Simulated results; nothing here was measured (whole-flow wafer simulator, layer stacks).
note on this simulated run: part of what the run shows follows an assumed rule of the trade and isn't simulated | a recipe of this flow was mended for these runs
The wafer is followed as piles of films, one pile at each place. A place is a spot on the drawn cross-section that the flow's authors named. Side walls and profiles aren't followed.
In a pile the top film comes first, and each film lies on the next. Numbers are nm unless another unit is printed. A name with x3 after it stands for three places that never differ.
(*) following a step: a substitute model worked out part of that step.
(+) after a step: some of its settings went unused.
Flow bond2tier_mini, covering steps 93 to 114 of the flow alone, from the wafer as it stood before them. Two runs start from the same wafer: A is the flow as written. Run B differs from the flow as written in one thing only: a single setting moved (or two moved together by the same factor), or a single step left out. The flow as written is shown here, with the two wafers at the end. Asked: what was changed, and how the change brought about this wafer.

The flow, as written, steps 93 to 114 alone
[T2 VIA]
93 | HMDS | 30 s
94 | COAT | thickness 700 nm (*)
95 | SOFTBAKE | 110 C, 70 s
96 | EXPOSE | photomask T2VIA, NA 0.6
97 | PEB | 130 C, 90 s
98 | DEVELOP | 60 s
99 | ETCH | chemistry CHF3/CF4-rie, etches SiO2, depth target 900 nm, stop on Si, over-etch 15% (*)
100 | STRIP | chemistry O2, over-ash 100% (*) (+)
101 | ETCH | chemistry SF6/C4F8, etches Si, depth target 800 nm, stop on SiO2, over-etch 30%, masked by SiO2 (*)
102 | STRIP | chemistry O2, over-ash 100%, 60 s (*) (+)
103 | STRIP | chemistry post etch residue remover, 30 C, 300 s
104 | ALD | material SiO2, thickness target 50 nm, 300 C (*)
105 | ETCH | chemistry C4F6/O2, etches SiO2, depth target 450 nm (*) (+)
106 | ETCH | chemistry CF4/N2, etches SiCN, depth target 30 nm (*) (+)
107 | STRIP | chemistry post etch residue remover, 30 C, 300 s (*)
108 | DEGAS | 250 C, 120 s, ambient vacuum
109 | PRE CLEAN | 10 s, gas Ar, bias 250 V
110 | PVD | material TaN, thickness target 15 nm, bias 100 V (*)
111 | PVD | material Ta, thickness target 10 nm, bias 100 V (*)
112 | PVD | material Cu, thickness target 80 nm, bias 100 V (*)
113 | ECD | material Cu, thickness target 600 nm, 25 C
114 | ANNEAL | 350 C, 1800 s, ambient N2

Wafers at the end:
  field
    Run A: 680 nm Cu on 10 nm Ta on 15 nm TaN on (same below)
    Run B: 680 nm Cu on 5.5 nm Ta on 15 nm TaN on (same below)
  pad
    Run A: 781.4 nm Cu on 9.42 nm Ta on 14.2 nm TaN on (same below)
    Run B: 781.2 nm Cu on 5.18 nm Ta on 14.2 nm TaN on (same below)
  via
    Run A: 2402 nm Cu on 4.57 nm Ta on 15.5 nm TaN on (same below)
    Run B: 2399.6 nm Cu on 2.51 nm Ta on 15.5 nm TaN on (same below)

What caused this: step 111, PVD: thickness target 5.5 nm was run, whereas the flow has thickness target 10 nm.
One can read it off the wafer: field has Ta 5.5, and step 111 as written asks for 10 nm.

Step by step, how the change led to this:
  111 | PVD | material Ta, thickness target 10 nm, bias 100 V (*)
      field: A Ta gains 10 (new film) | B Ta gains 5.5 (new film)
      pad: A Ta gains 9.42 (new film) | B Ta gains 5.18 (new film)
      (as well as at 1 more place)
